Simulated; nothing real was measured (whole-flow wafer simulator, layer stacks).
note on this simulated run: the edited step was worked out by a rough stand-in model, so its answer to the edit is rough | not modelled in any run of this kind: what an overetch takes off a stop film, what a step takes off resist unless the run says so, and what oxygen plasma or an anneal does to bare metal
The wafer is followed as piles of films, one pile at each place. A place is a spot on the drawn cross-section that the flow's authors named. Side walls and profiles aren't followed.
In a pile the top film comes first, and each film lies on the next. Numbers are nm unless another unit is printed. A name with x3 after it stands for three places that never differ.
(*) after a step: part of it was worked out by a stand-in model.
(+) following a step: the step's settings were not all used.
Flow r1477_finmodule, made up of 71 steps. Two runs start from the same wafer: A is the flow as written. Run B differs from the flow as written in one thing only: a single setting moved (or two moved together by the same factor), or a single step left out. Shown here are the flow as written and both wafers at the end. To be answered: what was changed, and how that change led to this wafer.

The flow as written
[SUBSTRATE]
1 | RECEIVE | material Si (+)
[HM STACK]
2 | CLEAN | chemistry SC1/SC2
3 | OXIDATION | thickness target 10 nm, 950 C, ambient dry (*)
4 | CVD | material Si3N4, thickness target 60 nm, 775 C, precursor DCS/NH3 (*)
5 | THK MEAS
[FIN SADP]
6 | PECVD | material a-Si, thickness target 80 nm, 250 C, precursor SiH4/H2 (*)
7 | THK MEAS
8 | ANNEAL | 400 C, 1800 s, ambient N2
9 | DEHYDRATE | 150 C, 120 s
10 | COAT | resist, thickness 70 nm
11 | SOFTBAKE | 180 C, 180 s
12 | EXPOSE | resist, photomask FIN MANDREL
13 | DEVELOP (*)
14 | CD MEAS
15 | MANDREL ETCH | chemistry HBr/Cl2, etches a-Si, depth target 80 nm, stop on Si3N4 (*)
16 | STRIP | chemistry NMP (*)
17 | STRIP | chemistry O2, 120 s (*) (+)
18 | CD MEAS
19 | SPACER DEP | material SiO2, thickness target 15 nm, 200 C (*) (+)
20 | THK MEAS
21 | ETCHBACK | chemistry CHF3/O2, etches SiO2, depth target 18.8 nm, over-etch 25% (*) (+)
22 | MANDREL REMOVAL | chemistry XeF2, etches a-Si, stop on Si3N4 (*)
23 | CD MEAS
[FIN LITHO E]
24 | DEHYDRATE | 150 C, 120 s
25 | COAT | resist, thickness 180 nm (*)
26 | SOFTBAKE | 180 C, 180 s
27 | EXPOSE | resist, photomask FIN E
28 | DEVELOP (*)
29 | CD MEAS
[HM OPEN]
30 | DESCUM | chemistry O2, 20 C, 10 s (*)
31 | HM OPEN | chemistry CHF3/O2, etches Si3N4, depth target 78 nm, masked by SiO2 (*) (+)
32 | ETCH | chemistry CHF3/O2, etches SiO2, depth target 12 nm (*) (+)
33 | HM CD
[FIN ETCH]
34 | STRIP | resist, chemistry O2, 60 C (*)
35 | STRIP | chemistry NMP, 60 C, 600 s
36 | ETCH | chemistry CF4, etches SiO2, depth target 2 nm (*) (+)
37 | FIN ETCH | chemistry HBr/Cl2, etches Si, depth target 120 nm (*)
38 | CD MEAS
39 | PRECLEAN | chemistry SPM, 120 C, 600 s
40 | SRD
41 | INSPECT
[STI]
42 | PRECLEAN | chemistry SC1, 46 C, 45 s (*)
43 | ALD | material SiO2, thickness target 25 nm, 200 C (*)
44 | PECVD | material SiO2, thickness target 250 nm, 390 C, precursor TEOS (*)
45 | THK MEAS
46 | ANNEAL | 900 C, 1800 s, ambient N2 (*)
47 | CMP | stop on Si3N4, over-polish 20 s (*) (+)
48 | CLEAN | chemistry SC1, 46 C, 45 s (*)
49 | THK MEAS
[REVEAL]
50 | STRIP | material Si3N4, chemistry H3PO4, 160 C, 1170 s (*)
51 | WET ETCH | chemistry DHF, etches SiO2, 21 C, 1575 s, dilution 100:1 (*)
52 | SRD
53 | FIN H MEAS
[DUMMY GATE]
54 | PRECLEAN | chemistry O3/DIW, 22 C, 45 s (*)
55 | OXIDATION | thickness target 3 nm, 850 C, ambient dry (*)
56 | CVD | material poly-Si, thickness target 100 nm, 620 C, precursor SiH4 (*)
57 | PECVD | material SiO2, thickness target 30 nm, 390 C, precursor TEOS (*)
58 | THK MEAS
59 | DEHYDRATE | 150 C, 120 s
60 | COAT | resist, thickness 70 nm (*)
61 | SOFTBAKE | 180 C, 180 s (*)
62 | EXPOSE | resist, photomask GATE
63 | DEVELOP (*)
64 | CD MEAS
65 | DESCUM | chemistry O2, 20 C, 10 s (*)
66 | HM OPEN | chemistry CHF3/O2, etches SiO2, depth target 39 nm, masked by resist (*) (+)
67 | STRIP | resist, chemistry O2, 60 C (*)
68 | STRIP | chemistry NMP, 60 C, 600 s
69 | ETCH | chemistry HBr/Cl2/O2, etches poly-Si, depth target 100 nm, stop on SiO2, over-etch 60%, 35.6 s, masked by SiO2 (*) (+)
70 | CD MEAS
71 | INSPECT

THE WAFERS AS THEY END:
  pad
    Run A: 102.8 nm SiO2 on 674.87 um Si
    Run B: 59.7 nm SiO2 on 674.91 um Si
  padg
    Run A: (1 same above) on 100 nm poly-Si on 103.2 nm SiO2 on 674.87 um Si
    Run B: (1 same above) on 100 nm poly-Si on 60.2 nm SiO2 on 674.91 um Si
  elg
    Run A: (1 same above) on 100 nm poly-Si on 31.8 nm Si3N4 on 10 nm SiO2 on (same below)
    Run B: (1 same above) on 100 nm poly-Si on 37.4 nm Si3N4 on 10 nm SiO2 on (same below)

What caused this: step 37, FIN ETCH: depth target 76.8 nm was run, though the flow has depth target 120 nm.

Step by step, how the change led to this:
  37 | FIN ETCH | chemistry HBr/Cl2, etches Si, depth target 120 nm (*)
      pad, padg, esg and 19 more: A Si loses 120 | B Si loses 76.8
      elg, e40lg, e100lg, e200lg, elo, e40lo, e100lo, e200lo: A Si3N4 loses 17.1 | B Si3N4 loses 11
      (as well as at 6 more places)
  43 | ALD | material SiO2, thickness target 25 nm, 200 C (*)
      s40cg, s45cg, s50cg, s40co, s45co, s50co: A SiO2 gains 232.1 (new film) | B SiO2 gains 192.2 (new film)
      esg: A SiO2 gains 194.3 (new film) | B SiO2 gains 157.2 (new film)
  47 | CMP | stop on Si3N4, over-polish 20 s (*) (+)
      pad, padg, e40sg and 11 more: A SiO2 loses 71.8 | B SiO2 loses 115
      elg, esg, e40lg and 6 more: A SiO2 loses 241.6 | B SiO2 loses 247.8
      (as well as at 1 more place)
  51 | WET ETCH | chemistry DHF, etches SiO2, 21 C, 1575 s, dilution 100:1 (*)
      elg, e40lg, e100lg, e200lg, elo, e40lo, e100lo, e200lo: A SiO2 loses 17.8 (all of it), Si3N4 loses 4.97 | B SiO2 loses 11.7 (all of it), Si3N4 loses 5.47
  56 | CVD | material poly-Si, thickness target 100 nm, 620 C, precursor SiH4 (*)
      esg: A poly-Si gains 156 (new film) | B poly-Si gains 161.6 (new film)
  60 | COAT | resist, thickness 70 nm (*)
      e40sg, eso, e40so: A resist gains 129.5 (new film) | B resist gains 134.8 (new film)
      e100sg, e100so: A resist gains 129.4 (new film) | B resist gains 134.7 (new film)
      (as well as at 2 more places)
  63 | DEVELOP (*)
      eso, e40so: A resist loses 129.5 (all of it) | B resist loses 134.8 (all of it)
      e100so: A resist loses 129.4 (all of it) | B resist loses 134.7 (all of it)
      (as well as at 1 more place)
  67 | STRIP | resist, chemistry O2, 60 C (*)
      e40sg: A resist loses 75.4 (all of it) | B resist loses 80.7 (all of it)
      e100sg: A resist loses 75.3 (all of it) | B resist loses 80.6 (all of it)
      (as well as at 1 more place)
